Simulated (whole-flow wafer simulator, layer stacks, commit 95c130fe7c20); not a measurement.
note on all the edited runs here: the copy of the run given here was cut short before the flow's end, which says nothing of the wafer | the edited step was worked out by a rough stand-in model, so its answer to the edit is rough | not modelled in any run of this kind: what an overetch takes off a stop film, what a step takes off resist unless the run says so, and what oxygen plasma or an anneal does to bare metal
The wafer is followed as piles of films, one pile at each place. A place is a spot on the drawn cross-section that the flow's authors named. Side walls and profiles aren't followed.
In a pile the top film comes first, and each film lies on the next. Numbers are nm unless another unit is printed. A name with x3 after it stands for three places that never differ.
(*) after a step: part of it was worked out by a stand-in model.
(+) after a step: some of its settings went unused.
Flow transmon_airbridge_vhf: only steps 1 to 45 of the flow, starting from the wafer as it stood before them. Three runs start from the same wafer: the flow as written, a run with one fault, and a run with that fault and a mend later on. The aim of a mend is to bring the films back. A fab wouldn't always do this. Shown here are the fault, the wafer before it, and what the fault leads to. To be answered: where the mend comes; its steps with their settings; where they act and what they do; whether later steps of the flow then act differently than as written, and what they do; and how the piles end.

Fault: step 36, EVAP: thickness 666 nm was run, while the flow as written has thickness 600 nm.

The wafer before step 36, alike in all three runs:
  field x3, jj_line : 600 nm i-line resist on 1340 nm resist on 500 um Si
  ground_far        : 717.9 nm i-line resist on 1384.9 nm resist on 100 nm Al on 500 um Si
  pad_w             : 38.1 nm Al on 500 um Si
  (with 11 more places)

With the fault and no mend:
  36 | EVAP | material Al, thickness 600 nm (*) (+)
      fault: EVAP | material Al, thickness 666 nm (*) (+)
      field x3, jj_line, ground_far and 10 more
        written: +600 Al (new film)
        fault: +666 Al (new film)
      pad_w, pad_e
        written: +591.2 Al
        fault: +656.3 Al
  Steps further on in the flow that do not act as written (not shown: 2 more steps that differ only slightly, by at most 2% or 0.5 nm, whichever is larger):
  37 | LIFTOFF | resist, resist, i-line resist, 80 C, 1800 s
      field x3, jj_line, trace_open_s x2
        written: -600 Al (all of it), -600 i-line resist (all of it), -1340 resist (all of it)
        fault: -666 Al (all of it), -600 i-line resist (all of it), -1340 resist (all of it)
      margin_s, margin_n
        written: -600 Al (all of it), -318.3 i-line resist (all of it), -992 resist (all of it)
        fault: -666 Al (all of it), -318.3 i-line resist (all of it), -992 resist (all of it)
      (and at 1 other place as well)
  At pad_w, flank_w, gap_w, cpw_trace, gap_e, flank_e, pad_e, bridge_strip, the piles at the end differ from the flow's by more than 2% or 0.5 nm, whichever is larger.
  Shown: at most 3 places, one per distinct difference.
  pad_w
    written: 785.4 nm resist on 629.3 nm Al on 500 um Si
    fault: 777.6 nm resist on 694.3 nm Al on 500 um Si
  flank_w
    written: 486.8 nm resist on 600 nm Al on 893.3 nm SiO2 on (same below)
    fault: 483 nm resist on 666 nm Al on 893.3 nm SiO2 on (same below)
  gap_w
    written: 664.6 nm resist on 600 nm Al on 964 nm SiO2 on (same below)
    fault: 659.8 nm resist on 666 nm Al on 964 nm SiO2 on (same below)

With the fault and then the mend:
  The mend stands after step 36.
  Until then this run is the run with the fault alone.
  36a | METAL ETCH | etches Al, depth 66 nm (the flow's step 11 again, with other settings)
      field x3, jj_line, ground_far and 12 more
        -66 Al
  Later steps of the flow that are run all act as written at every place that is followed, up to a difference of at most 2% or 0.5 nm, whichever is larger.
  At the end the piles are close to the flow's at the places that both follow, differing by at most 2% or 0.5 nm, whichever is larger.
